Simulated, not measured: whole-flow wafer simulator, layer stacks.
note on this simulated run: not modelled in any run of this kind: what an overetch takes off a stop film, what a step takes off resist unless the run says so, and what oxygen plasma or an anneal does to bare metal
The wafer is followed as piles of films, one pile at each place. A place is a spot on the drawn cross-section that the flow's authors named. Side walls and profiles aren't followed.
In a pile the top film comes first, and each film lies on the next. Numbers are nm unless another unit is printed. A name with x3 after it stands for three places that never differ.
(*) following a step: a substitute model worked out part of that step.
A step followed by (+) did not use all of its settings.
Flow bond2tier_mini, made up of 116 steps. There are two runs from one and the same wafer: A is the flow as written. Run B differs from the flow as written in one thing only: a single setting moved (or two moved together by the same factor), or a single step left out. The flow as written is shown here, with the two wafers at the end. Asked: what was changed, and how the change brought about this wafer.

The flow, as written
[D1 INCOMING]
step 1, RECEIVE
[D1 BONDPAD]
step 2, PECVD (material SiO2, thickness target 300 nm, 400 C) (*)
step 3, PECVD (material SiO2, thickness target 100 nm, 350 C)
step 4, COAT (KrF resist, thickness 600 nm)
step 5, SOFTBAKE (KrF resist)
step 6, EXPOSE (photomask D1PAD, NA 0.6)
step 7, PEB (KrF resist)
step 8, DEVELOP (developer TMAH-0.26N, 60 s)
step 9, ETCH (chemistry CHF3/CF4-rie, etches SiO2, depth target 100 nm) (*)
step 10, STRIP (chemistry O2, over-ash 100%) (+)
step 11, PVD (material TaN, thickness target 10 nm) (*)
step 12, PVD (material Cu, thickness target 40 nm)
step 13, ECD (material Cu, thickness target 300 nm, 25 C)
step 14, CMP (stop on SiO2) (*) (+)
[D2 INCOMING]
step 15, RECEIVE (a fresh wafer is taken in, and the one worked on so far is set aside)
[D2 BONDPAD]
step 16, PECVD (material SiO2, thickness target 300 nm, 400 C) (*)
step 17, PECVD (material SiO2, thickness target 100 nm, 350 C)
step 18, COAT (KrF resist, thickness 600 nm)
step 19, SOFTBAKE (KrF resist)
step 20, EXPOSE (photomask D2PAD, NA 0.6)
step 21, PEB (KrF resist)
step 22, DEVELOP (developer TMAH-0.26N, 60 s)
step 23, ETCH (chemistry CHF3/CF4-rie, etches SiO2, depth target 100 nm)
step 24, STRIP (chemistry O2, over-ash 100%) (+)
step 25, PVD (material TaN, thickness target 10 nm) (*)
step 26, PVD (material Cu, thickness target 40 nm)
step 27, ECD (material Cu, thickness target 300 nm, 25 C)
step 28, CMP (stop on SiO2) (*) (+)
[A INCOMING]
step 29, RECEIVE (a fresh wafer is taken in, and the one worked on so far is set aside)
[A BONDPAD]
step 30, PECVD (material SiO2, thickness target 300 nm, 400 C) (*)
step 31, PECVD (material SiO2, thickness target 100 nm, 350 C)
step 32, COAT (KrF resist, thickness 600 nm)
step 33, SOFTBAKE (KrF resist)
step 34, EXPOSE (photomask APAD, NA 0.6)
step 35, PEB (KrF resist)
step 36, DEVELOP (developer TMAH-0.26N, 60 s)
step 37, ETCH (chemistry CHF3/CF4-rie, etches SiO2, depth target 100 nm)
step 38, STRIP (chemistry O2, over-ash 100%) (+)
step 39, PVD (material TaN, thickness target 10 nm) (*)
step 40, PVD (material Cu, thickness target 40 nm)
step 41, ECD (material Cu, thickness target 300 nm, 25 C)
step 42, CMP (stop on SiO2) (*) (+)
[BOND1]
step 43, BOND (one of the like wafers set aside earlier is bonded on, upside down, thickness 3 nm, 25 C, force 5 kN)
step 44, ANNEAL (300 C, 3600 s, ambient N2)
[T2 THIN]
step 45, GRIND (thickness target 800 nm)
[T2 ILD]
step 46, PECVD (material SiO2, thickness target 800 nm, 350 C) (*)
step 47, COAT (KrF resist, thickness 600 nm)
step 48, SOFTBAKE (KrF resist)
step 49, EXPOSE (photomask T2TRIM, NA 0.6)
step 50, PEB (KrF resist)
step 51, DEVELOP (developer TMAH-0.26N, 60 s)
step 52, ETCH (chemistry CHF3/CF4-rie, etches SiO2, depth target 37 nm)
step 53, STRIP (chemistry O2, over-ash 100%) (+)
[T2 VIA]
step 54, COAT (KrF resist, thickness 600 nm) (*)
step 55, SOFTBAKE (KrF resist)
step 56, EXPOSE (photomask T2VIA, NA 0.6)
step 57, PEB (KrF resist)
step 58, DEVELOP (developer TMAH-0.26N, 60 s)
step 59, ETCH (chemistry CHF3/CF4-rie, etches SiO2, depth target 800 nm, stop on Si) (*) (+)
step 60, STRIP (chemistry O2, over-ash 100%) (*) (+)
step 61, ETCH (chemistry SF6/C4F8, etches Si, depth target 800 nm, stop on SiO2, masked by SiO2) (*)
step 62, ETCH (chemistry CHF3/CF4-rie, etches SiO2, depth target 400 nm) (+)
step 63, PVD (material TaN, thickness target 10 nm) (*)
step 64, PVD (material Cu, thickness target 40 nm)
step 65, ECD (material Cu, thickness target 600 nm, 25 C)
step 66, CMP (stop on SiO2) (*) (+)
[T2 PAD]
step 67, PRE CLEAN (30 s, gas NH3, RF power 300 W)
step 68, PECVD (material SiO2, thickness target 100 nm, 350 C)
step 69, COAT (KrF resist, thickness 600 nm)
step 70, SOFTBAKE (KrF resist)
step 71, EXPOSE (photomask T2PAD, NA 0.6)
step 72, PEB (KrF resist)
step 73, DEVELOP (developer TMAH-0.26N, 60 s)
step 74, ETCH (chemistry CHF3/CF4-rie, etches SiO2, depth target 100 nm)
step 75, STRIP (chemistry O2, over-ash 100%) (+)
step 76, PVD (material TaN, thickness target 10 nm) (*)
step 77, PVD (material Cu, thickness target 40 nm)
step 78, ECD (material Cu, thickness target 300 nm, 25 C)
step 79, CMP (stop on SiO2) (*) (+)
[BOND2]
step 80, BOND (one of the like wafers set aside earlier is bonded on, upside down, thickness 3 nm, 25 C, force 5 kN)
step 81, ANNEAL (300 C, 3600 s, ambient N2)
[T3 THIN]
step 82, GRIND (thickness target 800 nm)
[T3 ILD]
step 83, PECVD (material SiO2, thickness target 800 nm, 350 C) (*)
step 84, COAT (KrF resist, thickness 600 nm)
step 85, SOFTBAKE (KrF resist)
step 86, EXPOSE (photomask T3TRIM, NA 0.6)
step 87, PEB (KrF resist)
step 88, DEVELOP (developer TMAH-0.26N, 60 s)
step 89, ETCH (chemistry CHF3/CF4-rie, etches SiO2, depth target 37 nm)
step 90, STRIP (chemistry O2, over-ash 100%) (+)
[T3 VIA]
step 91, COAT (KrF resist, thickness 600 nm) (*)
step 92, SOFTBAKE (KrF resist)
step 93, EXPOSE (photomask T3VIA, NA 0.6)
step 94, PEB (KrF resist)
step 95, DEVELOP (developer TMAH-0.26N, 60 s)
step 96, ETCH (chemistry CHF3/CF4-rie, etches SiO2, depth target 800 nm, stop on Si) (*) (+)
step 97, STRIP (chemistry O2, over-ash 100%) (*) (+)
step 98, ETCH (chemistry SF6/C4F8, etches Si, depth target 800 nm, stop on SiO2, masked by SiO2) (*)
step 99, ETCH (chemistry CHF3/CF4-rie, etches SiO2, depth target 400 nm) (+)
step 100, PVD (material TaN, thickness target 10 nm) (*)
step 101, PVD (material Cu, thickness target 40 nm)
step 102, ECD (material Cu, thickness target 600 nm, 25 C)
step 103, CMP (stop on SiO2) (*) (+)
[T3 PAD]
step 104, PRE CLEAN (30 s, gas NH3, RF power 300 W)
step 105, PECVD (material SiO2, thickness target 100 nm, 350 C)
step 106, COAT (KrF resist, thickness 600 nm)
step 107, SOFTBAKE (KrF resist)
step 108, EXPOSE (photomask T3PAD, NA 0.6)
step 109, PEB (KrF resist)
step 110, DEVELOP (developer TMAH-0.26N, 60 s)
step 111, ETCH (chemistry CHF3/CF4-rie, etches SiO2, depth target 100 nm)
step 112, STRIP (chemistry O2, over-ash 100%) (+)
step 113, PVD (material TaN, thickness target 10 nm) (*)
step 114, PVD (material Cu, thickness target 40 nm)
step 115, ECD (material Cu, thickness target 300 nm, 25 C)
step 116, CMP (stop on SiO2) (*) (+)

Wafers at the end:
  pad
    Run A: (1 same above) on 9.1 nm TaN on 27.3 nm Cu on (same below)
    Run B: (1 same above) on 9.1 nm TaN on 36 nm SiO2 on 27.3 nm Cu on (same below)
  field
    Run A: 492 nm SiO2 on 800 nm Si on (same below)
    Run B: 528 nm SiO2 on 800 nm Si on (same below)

The reason: step 105, PECVD: thickness target 136 nm was run, whereas the flow has thickness target 100 nm.

The path from the change to this, step by step:
  step 105, PECVD (material SiO2, thickness target 100 nm, 350 C)
      field: A SiO2 gains 100 | B SiO2 gains 136
      pad: A SiO2 gains 100 (new film) | B SiO2 gains 136 (new film)
  step 111, ETCH (chemistry CHF3/CF4-rie, etches SiO2, depth target 100 nm)
      pad: A SiO2 loses 100 (all of it) | B SiO2 loses 100
If metal films that touch count as one body, pad has 4 bodies (between them, from the top down: SiO2 36; SiO2 355 / Si 800 / chemical SiO2 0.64 / SiO2 300; SiO2 355 / Si 800 / chemical SiO2 0.64 / SiO2 300); the flow as written gives 3 bodies (between them, from the top down: SiO2 355 / Si 800 / chemical SiO2 0.64 / SiO2 300; SiO2 355 / Si 800 / chemical SiO2 0.64 / SiO2 300).
